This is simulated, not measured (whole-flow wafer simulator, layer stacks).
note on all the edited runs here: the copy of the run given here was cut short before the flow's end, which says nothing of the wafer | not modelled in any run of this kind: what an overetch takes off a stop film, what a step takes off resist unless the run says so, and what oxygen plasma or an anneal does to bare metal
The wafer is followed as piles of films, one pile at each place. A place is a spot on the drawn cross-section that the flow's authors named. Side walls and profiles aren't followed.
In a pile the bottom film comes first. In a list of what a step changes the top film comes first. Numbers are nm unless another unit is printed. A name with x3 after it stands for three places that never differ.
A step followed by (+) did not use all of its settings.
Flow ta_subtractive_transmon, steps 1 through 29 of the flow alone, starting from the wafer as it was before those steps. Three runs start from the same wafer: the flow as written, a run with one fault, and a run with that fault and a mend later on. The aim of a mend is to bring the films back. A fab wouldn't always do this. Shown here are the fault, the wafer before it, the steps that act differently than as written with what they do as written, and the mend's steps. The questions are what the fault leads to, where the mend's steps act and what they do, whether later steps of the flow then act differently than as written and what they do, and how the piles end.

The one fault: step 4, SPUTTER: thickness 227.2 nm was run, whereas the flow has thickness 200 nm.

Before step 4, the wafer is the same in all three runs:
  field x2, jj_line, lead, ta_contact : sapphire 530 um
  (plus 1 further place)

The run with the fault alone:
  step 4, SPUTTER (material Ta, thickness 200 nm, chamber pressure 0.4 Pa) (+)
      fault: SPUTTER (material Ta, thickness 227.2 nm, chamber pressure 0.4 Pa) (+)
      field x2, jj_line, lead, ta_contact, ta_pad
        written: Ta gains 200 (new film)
        fault: Ta gains 227.2 (new film)
  Steps later in the flow that act otherwise than as written (not shown: 3 more steps that differ only slightly, by at most 2% or 0.5 nm, whichever is larger):
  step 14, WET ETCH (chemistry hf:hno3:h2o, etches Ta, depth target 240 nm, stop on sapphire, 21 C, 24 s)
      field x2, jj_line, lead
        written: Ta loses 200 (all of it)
        fault: Ta loses 227.2 (all of it)
  At ta_contact, ta_pad, the piles at the end differ from the flow's by more than 2% or 0.5 nm, whichever is larger.
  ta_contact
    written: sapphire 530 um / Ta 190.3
    fault: sapphire 530 um / Ta 217.5
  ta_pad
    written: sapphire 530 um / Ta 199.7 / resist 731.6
    fault: sapphire 530 um / Ta 226.9 / resist 727.8

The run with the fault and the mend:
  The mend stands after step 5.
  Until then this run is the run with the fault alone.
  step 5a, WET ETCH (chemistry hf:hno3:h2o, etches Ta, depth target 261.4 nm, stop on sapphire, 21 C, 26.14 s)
      field x2, jj_line, lead, ta_contact, ta_pad
        Ta loses 227.2 (all of it)
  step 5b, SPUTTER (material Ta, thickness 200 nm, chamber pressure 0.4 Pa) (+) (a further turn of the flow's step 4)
      field x2, jj_line, lead, ta_contact, ta_pad
        Ta gains 200 (new film)
  Later steps of the flow that are run all act as written at every place that is followed.
  By the end, the piles equal the flow's at every place that both follow.
